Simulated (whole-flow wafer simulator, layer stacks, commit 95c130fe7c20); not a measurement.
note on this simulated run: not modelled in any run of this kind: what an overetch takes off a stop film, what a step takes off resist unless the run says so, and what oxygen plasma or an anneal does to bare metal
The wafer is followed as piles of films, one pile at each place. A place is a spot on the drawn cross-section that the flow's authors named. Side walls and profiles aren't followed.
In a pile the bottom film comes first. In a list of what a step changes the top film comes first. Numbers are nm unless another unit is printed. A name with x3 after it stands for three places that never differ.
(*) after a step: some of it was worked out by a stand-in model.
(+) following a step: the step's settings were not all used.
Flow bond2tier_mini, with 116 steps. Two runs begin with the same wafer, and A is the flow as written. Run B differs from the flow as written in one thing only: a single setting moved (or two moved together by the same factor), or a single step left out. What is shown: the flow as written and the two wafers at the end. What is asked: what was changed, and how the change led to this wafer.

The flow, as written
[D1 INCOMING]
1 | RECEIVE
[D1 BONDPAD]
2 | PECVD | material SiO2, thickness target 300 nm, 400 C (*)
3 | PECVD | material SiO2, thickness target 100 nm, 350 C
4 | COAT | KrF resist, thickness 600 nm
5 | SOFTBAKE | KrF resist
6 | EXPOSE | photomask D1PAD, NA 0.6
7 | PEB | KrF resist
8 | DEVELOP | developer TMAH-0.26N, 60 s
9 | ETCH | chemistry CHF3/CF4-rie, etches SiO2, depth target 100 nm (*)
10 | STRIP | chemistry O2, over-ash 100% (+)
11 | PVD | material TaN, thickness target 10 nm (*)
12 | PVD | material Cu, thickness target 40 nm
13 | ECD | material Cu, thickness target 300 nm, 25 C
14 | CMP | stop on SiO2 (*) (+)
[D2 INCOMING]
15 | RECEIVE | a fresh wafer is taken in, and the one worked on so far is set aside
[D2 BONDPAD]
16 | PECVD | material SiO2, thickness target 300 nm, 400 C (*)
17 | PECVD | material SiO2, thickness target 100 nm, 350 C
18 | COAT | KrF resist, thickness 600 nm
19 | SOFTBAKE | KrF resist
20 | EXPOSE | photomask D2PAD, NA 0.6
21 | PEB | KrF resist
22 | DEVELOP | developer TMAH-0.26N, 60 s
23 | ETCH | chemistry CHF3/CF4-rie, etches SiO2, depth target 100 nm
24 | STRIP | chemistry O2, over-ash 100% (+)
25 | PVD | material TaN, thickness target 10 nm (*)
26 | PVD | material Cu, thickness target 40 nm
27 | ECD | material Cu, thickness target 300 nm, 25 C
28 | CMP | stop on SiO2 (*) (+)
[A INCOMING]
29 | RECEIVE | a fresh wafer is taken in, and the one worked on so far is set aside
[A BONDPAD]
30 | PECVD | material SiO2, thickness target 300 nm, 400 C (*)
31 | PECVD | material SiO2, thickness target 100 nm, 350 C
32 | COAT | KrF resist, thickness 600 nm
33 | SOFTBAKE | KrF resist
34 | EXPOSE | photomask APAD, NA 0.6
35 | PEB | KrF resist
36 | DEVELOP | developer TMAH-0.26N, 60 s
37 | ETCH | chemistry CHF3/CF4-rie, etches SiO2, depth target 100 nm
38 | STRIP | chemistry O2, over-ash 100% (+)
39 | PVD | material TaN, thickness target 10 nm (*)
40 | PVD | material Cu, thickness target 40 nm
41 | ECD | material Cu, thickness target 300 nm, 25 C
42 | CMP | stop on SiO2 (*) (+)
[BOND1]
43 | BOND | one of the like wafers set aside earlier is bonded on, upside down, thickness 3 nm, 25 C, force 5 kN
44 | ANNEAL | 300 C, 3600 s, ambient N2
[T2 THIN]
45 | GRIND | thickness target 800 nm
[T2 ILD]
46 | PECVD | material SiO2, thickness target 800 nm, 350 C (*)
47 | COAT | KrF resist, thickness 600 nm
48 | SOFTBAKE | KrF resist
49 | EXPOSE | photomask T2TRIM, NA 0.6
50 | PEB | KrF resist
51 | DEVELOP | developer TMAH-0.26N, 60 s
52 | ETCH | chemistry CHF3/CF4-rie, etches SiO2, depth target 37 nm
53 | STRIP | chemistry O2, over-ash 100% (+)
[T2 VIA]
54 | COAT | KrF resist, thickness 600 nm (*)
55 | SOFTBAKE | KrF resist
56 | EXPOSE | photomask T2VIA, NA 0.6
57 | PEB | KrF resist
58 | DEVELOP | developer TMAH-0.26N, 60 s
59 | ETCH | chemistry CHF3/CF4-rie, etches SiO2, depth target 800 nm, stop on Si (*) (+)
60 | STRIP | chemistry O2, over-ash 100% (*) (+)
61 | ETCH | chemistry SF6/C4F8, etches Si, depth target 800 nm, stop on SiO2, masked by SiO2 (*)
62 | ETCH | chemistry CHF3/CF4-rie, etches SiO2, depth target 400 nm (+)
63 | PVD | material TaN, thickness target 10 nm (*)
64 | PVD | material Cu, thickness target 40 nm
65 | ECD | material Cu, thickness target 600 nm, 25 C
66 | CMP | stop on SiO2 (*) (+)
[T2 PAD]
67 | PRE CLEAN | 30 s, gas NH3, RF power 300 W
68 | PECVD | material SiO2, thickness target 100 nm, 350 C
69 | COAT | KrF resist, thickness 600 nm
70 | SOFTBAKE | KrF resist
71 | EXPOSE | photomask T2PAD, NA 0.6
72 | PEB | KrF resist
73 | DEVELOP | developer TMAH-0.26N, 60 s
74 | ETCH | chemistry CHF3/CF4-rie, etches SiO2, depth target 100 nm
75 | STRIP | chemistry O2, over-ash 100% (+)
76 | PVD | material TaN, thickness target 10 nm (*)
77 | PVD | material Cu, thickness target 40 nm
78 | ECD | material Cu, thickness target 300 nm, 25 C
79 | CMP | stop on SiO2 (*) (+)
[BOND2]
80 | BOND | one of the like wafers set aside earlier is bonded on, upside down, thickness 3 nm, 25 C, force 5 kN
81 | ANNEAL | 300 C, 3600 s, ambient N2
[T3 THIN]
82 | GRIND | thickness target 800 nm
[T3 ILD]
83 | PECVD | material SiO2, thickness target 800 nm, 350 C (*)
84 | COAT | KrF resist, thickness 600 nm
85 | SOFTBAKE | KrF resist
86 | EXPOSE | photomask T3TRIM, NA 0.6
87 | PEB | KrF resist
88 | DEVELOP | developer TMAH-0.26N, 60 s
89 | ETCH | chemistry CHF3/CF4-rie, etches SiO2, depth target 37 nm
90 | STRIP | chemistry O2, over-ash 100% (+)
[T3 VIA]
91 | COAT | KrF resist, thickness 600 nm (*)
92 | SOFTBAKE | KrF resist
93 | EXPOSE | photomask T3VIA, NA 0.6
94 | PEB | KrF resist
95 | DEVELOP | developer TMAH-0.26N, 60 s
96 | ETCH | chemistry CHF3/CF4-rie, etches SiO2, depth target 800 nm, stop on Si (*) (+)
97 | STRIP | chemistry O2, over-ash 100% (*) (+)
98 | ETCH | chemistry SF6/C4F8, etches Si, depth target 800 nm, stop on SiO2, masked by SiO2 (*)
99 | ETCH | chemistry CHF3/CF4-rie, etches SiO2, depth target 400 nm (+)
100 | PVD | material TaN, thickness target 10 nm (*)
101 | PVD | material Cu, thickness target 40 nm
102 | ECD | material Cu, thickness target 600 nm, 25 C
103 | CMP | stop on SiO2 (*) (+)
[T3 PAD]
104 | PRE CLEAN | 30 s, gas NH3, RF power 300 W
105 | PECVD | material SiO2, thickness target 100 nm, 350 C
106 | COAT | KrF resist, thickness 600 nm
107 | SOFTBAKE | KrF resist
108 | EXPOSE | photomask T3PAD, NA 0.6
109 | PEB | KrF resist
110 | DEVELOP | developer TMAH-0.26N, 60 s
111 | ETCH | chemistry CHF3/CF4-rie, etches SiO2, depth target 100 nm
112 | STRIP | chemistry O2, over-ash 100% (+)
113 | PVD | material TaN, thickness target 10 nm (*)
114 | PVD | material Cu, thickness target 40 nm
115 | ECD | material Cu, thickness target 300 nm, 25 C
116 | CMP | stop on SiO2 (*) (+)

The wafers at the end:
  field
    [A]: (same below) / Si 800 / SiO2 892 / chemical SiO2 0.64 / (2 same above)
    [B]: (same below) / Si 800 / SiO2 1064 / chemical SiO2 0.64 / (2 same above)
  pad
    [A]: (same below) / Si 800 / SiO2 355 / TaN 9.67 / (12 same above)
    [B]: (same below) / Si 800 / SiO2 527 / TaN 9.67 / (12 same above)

What caused this: step 62, ETCH: depth target 228 nm was run, whereas the flow has depth target 400 nm.

Step by step, how the change led to this:
  62 | ETCH | chemistry CHF3/CF4-rie, etches SiO2, depth target 400 nm (+)
      field, pad: A -400 SiO2 | B -228 SiO2
